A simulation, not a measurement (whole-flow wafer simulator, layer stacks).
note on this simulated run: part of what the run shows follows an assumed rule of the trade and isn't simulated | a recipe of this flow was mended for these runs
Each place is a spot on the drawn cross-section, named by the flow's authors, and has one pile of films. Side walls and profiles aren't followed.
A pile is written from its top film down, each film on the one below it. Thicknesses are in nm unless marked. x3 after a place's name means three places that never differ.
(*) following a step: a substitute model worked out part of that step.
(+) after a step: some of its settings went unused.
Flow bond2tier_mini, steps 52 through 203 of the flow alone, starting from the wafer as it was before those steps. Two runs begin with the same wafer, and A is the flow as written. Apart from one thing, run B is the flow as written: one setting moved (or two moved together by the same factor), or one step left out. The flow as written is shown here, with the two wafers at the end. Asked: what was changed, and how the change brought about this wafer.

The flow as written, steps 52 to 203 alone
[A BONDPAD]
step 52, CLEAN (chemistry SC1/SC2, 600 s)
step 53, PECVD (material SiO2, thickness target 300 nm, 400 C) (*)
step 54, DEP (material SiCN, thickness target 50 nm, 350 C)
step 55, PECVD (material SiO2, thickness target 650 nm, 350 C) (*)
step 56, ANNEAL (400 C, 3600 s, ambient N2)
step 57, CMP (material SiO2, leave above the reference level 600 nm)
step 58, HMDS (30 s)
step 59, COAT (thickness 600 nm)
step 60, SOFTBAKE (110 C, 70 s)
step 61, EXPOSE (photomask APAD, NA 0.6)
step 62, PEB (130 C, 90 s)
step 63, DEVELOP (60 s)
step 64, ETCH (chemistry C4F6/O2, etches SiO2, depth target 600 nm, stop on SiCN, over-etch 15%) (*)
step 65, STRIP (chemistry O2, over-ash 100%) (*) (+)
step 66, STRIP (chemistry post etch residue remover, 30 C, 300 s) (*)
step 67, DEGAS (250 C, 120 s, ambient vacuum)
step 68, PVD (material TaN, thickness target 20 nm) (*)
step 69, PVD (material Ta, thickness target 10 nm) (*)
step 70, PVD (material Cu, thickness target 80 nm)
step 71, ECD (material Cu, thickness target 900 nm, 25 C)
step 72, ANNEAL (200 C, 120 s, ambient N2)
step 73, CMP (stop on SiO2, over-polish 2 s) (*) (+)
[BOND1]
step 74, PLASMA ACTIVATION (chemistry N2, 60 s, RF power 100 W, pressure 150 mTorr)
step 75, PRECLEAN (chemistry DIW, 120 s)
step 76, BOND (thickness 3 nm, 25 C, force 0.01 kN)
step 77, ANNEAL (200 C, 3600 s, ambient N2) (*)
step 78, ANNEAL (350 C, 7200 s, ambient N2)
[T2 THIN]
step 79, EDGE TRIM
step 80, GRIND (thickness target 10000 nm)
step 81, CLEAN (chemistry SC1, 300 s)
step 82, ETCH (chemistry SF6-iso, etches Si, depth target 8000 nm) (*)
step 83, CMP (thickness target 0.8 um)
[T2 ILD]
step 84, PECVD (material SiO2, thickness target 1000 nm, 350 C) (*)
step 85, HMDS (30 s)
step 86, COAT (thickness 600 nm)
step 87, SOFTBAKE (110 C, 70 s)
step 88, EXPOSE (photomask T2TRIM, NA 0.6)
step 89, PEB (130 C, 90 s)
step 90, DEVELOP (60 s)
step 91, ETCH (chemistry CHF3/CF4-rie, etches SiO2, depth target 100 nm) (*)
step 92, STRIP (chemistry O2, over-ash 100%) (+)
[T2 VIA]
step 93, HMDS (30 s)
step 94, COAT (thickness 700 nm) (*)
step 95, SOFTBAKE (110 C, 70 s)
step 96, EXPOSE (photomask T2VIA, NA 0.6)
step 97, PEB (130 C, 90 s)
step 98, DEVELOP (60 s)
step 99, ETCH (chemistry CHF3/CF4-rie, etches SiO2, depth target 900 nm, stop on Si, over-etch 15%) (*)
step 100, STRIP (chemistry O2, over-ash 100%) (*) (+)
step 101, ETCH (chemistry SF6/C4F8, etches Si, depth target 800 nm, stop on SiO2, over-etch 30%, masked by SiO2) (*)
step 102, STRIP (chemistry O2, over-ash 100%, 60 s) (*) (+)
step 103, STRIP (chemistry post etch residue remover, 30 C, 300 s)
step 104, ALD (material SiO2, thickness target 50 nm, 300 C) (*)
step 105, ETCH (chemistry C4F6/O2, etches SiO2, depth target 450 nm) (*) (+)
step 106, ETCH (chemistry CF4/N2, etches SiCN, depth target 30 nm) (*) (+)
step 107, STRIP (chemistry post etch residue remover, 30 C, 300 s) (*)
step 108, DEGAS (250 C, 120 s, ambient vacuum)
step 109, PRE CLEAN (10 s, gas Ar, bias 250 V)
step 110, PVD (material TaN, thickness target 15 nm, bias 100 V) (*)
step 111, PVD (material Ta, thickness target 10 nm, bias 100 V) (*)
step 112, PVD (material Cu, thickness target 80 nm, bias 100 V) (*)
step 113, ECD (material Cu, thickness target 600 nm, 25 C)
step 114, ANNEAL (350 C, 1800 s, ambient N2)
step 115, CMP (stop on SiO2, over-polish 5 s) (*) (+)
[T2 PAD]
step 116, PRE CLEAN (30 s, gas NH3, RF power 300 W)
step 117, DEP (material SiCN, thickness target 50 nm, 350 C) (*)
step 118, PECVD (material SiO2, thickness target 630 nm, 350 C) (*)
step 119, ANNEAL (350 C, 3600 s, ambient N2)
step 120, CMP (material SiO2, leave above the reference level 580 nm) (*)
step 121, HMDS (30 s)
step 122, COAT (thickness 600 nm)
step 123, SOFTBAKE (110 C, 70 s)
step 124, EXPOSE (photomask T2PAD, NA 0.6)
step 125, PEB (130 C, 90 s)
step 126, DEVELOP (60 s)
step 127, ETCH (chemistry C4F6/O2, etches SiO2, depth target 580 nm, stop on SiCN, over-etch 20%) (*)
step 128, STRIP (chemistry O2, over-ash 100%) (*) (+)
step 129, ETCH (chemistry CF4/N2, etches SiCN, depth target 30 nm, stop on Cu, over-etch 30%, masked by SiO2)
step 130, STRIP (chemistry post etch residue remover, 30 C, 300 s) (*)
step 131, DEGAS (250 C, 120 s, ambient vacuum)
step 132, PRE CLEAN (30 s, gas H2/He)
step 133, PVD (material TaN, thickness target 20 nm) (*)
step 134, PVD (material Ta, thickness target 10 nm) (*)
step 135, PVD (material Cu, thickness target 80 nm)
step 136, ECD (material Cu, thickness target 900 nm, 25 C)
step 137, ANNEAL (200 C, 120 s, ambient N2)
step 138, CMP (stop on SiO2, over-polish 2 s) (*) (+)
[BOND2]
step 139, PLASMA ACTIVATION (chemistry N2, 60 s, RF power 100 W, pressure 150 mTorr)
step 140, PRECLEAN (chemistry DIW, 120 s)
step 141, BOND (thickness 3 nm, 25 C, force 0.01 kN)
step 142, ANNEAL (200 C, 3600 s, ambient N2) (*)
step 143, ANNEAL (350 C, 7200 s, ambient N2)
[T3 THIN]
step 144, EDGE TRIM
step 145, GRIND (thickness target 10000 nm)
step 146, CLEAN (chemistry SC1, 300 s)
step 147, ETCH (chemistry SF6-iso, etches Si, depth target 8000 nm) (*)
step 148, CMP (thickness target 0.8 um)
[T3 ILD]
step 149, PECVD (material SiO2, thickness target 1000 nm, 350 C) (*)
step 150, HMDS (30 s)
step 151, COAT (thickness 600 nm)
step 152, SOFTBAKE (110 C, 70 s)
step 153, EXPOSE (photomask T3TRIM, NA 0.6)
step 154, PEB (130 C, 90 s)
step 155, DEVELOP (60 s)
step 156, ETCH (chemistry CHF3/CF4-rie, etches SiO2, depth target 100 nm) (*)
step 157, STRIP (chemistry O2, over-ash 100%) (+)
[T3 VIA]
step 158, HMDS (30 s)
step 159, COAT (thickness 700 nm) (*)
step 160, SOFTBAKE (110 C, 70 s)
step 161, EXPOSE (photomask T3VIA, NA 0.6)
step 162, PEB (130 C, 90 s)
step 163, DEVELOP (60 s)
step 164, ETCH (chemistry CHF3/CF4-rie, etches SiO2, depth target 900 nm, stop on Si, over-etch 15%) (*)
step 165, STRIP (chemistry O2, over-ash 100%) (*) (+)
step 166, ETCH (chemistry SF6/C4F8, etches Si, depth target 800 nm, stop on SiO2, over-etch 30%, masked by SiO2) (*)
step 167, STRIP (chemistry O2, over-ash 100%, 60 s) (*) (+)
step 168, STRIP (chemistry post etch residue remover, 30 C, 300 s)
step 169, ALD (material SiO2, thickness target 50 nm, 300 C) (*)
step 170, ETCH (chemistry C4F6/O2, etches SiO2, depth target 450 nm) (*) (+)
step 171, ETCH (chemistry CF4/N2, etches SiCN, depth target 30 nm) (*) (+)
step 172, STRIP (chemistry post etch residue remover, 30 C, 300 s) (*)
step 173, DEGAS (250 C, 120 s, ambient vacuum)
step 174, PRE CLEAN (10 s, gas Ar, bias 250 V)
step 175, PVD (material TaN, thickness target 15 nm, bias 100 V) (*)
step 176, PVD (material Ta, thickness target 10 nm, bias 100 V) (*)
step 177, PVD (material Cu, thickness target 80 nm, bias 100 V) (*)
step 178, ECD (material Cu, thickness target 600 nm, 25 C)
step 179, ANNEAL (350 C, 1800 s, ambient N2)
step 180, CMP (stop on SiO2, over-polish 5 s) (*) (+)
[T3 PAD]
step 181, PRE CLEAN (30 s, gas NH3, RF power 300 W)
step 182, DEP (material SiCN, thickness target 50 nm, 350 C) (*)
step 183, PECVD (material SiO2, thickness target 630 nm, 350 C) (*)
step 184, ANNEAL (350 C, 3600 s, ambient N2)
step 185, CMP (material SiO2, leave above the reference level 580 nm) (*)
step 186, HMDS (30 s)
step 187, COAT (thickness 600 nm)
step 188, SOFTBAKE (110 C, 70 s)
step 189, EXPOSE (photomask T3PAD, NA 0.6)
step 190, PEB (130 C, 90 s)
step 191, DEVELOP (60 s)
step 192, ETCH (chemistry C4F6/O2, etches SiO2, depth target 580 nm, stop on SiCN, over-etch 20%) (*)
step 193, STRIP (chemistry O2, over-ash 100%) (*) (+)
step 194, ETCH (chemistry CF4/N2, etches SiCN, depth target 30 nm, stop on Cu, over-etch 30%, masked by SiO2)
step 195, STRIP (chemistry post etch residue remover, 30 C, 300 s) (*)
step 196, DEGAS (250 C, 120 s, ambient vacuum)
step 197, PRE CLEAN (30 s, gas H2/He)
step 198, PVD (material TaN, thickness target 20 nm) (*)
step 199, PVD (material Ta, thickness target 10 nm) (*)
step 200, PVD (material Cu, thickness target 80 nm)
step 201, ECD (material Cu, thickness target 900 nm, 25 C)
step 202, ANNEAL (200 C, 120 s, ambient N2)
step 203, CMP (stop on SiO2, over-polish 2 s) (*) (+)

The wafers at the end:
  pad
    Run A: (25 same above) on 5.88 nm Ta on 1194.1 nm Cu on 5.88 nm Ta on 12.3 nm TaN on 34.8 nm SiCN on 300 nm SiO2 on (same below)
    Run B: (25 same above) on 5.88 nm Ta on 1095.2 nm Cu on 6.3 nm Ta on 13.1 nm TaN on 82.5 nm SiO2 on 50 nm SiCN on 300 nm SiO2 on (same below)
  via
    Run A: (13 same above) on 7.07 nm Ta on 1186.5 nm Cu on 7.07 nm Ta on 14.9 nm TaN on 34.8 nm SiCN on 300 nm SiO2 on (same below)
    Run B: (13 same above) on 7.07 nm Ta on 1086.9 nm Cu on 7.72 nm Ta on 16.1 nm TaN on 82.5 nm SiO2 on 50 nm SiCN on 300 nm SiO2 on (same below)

What caused this: step 64, ETCH: depth target 450 nm was run, though the flow has depth target 600 nm.

The path from the change to this, step by step:
  step 64, ETCH (chemistry C4F6/O2, etches SiO2, depth target 600 nm, stop on SiCN, over-etch 15%) (*)
      pad, via: A SiO2 loses 600 (all of it), SiCN loses 15.2 | B SiO2 loses 517.5
      field: A thick-KrF-resist loses 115 | B thick-KrF-resist loses 86.2
  step 65, STRIP (chemistry O2, over-ash 100%) (*) (+)
      field: A thick-KrF-resist loses 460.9 (all of it) | B thick-KrF-resist loses 489.7 (all of it)
  step 68, PVD (material TaN, thickness target 20 nm) (*)
      pad: A TaN gains 12.3 (new film) | B TaN gains 13.1 (new film)
      via: A TaN gains 14.9 (new film) | B TaN gains 16.1 (new film)
  step 69, PVD (material Ta, thickness target 10 nm) (*)
      via: A Ta gains 7.07 (new film) | B Ta gains 7.72 (new film)
  step 70, PVD (material Cu, thickness target 80 nm)
      pad: A Cu gains 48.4 (new film) | B Cu gains 51.6 (new film)
      via: A Cu gains 59 (new film) | B Cu gains 63.8 (new film)
  step 71, ECD (material Cu, thickness target 900 nm, 25 C)
      pad: A Cu gains 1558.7 | B Cu gains 1456.5
      via: A Cu gains 1544.3 | B Cu gains 1439.9
